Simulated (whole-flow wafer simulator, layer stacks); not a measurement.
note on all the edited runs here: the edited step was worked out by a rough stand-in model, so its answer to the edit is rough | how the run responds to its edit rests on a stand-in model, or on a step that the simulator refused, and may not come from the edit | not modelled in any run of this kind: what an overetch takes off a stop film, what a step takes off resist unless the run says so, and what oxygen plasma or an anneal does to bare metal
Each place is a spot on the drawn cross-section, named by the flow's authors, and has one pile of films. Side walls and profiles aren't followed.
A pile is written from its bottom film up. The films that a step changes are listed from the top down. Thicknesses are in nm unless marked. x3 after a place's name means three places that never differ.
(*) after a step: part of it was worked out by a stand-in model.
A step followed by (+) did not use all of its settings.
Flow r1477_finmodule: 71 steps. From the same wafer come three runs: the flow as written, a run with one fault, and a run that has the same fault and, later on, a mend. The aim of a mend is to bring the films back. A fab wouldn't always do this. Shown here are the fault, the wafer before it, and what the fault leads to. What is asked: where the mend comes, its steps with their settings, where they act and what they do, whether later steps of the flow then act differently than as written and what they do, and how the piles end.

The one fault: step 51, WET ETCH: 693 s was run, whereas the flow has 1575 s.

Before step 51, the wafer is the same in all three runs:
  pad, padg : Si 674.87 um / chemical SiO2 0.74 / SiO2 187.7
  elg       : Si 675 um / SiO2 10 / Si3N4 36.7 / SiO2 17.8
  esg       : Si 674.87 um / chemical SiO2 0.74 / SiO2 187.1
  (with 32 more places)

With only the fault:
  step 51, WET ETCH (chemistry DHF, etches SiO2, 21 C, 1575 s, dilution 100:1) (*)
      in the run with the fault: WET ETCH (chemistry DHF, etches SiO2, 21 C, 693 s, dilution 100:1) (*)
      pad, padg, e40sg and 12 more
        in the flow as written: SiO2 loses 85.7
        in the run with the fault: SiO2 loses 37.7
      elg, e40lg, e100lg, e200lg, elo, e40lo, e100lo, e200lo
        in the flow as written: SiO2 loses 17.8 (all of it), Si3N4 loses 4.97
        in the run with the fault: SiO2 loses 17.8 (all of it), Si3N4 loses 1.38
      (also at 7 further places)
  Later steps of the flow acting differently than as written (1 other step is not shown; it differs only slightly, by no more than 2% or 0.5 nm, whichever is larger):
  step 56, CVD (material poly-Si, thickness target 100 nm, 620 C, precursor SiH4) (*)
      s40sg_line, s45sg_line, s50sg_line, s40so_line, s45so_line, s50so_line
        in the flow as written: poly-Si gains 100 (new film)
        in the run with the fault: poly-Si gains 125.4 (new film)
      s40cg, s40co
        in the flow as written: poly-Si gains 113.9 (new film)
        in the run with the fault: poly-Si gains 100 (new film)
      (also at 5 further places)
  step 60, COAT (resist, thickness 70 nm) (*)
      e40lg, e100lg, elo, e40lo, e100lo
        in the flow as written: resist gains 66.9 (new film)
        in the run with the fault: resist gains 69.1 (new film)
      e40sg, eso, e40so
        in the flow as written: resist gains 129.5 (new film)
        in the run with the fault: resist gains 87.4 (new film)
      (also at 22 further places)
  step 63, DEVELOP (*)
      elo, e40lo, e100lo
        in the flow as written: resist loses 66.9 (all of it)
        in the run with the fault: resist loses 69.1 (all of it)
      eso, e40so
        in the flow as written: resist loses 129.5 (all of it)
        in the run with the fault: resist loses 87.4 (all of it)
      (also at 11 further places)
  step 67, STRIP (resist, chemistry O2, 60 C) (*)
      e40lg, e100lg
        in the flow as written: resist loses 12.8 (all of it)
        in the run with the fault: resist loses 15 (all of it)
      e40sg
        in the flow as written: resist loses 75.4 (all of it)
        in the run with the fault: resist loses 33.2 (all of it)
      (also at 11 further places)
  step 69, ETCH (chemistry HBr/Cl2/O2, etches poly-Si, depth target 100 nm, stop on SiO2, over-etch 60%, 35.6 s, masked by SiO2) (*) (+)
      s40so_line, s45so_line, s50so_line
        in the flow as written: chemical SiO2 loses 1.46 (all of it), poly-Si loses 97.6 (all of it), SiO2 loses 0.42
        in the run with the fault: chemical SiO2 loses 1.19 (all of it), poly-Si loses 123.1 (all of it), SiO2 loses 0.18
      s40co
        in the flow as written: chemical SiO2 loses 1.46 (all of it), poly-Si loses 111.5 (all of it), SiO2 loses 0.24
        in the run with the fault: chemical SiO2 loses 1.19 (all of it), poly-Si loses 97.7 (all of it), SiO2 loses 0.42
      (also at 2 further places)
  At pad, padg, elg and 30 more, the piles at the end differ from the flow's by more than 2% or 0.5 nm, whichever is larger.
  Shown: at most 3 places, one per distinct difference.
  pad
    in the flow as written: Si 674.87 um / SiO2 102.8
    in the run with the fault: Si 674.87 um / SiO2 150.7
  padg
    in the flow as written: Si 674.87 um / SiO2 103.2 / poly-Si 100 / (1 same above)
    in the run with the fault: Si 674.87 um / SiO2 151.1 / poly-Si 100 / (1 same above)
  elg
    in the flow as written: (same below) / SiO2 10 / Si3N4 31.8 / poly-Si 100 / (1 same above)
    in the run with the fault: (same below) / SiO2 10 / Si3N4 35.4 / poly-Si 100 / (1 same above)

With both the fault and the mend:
  The mend stands after step 51.
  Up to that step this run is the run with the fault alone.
  step 51a, WET ETCH (chemistry DHF, etches SiO2, 21 C, 882 s, dilution 100:1) (*) (the flow's step 51 again, with other settings)
      pad, padg, e40sg and 12 more
        SiO2 loses 48
      elg, e40lg, e100lg, e200lg, elo, e40lo, e100lo, e200lo
        Si3N4 loses 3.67
      esg, s40cg, s45cg, s50cg, s40co, s45co, s50co
        SiO2 loses 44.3
  Every later step of the flow that is run acts as written, at every place that is followed, to within 2% or 0.5 nm, whichever is larger.
  When the end is reached, the piles differ only a little from the flow's at the places that both follow, at most by 2% or 0.5 nm, whichever is larger.
